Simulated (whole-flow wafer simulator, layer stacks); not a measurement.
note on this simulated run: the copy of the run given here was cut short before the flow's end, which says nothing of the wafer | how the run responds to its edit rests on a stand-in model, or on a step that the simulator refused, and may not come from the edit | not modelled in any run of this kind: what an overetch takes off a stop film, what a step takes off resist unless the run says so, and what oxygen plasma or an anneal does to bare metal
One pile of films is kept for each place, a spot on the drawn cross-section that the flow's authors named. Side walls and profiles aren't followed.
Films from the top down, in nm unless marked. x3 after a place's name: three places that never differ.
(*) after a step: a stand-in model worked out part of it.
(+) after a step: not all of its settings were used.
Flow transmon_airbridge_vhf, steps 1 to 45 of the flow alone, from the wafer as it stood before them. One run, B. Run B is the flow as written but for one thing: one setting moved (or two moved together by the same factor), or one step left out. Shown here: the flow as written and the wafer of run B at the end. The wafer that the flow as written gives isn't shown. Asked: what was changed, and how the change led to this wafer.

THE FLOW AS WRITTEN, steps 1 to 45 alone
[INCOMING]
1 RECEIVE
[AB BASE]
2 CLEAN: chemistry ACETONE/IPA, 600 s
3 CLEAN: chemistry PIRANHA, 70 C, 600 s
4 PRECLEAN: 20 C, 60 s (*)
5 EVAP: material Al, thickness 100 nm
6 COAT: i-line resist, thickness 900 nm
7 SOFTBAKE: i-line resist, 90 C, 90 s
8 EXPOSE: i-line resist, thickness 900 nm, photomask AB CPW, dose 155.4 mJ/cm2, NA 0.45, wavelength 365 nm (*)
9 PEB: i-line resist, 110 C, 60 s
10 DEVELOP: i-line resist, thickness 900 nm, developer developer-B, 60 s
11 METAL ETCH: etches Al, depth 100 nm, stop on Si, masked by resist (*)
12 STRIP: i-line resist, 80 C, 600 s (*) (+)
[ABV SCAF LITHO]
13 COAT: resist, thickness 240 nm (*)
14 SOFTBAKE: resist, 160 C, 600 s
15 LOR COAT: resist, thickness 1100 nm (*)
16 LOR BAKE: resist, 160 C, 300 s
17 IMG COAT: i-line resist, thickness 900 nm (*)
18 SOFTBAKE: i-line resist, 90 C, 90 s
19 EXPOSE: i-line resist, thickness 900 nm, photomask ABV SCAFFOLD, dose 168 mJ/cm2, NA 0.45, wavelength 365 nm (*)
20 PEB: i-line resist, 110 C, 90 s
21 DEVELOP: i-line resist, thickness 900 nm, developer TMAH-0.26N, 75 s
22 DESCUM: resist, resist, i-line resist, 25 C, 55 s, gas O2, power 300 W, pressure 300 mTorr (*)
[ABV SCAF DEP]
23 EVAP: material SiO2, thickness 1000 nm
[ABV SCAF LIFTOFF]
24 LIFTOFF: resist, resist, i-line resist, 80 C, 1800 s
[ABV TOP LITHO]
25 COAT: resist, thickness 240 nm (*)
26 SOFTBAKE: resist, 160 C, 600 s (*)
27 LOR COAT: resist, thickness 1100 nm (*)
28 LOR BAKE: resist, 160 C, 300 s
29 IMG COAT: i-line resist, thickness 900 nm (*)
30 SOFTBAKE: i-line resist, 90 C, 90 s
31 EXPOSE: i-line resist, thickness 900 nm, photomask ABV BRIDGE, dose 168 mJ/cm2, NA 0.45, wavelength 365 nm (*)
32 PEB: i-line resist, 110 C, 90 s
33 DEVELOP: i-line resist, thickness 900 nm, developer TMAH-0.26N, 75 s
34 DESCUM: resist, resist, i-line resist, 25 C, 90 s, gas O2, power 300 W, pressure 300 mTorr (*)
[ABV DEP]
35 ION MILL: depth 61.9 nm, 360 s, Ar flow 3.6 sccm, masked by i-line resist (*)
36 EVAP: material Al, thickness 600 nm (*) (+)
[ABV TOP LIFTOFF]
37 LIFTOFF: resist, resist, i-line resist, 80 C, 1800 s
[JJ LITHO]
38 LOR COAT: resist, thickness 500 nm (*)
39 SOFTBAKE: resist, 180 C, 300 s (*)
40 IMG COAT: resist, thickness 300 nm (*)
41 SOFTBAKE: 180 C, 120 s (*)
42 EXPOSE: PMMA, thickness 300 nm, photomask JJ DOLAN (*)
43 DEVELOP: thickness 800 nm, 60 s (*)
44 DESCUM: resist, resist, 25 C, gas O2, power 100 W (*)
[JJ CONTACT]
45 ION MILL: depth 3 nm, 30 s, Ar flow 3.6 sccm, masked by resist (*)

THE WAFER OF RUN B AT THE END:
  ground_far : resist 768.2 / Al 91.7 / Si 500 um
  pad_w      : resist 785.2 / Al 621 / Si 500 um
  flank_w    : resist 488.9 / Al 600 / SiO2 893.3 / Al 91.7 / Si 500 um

The cause: step 5, EVAP: thickness 91.7 nm was run, where the flow has thickness 100 nm.
It can be read off the wafer: ground_far has Al 91.7, and step 5 as written asks for 100 nm.

How the change led to this, step by step:
  5 EVAP: material Al, thickness 100 nm
      field x3, jj_line, ground_far and 12 more: Al +91.7 (new film) (as written it would be: Al +100 (new film))
  11 METAL ETCH: etches Al, depth 100 nm, stop on Si, masked by resist (*)
      field x3, jj_line, gap_w, gap_e: Al -91.7 (all of it) (as written it would be: Al -100 (all of it))
